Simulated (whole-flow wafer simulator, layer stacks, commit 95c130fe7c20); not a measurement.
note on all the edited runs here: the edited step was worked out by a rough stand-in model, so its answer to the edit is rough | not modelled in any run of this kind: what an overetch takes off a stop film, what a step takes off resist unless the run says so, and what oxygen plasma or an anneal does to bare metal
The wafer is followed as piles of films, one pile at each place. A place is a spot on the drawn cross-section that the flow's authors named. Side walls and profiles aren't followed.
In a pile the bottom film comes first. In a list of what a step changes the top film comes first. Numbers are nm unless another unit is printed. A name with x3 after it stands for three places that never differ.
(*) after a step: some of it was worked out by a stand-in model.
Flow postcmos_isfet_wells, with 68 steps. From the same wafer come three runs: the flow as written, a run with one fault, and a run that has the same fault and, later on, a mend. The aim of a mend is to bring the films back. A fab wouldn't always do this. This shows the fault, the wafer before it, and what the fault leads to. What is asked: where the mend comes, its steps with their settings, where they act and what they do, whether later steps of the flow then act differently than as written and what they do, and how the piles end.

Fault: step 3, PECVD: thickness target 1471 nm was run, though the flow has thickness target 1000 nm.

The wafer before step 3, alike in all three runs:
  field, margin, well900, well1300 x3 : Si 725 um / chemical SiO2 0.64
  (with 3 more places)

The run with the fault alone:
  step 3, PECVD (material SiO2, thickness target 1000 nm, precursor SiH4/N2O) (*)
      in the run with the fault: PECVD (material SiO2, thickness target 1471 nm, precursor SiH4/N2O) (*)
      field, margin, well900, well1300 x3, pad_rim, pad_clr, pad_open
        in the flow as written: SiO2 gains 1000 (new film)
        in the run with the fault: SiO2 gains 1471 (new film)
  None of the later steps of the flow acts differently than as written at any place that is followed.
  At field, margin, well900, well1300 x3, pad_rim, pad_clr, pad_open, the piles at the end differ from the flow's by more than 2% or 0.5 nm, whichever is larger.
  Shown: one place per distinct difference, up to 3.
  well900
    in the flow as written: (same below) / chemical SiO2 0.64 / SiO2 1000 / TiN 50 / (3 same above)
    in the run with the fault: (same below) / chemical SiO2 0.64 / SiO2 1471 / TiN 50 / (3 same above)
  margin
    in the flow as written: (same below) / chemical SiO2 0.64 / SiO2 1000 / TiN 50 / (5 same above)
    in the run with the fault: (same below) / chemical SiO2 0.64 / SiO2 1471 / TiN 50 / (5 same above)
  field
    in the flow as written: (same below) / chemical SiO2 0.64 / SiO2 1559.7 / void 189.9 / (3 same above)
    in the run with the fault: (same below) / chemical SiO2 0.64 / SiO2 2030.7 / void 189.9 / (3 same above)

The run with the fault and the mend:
  After step 3 comes the mend.
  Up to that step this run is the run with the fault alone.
  step 3a, ETCH (chemistry boe, depth target 1692 nm)
      field, margin, well900, well1300 x3, pad_rim, pad_clr, pad_open
        SiO2 loses 1471 (all of it), chemical SiO2 loses 0.64 (all of it)
  step 3b, PECVD (material SiO2, thickness target 1000 nm, precursor SiH4/N2O) (a further turn of the flow's step 3)
      field, margin, well900, well1300 x3, pad_rim, pad_clr, pad_open
        SiO2 gains 1000 (new film)
  None of the later steps of the flow acts differently than as written at any place that is followed.
  At field, margin, well900, well1300 x3, pad_rim, pad_clr, pad_open, the piles at the end differ from the flow's by more than 2% or 0.5 nm, whichever is larger.
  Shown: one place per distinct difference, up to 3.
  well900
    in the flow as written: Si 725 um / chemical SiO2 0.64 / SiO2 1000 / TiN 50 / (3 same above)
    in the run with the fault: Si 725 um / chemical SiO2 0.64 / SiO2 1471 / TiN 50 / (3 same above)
    in the run with the mend: Si 725 um / SiO2 1000 / TiN 50 / (3 same above)
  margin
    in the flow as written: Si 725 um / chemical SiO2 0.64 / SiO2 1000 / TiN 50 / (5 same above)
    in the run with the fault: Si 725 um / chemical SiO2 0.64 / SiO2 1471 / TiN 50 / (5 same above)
    in the run with the mend: Si 725 um / SiO2 1000 / TiN 50 / (5 same above)
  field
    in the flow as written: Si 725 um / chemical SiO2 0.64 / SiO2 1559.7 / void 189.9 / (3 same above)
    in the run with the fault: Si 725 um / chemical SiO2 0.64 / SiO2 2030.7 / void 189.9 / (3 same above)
    in the run with the mend: Si 725 um / SiO2 1559.7 / void 189.9 / (3 same above)
